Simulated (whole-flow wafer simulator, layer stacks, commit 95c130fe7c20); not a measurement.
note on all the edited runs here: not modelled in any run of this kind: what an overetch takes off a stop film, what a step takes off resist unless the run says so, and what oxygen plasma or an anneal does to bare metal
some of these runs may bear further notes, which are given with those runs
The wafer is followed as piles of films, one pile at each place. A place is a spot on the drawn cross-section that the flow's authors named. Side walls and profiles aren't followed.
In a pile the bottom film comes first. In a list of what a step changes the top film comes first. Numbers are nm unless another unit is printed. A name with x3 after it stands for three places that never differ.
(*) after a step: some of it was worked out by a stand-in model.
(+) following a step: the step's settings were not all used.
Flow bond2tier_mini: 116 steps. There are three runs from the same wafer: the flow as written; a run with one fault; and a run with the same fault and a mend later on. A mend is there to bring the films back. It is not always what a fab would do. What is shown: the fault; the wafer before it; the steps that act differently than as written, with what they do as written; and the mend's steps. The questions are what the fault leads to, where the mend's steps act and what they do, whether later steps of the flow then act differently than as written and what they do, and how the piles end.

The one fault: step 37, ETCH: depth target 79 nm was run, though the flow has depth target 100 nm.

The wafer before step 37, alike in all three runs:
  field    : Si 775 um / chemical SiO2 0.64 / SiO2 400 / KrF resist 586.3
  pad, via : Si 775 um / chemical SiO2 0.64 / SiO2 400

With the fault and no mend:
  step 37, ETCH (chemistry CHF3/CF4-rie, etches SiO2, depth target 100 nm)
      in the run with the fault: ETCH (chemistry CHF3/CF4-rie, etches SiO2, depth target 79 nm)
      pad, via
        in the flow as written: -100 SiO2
        in the run with the fault: -79 SiO2
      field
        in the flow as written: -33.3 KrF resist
        in the run with the fault: -26.3 KrF resist
  Steps later in the flow that act otherwise than as written (3 other steps are not shown; they differ only slightly, by no more than 2% or 0.5 nm, whichever is larger):
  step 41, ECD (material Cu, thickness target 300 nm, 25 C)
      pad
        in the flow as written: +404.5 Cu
        in the run with the fault: +382.6 Cu
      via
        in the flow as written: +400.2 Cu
        in the run with the fault: +379.1 Cu
  At pad, the piles at the end differ from the flow's by more than 2% or 0.5 nm, whichever is larger.
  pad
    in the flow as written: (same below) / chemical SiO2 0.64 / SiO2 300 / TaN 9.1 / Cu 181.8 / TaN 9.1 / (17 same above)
    in the run with the fault: (same below) / chemical SiO2 0.64 / SiO2 321 / TaN 9.29 / Cu 160.6 / TaN 9.1 / (17 same above)

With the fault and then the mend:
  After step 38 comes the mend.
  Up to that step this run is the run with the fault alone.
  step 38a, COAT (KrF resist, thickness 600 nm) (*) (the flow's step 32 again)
      field
        +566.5 KrF resist (new film)
      pad
        +634.9 KrF resist (new film)
      via
        +630.7 KrF resist (new film)
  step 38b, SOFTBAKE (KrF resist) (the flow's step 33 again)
      alters no film at any place that is followed
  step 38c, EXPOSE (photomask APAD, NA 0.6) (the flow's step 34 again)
      alters no film at any place that is followed
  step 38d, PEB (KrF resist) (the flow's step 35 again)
      alters no film at any place that is followed
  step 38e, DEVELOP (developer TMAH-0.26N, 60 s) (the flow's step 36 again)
      field
        -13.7 KrF resist
      pad
        -634.9 KrF resist (all of it)
      via
        -630.7 KrF resist (all of it)
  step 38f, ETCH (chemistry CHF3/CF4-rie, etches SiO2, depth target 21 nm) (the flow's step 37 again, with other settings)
      pad, via
        -21 SiO2
      field
        -7 KrF resist
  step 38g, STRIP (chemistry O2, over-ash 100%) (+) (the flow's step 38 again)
      field
        -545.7 KrF resist (all of it)
  None of the later steps of the flow acts differently than as written at any place that is followed.
  At every place that both follow, the piles at the end match the flow's.
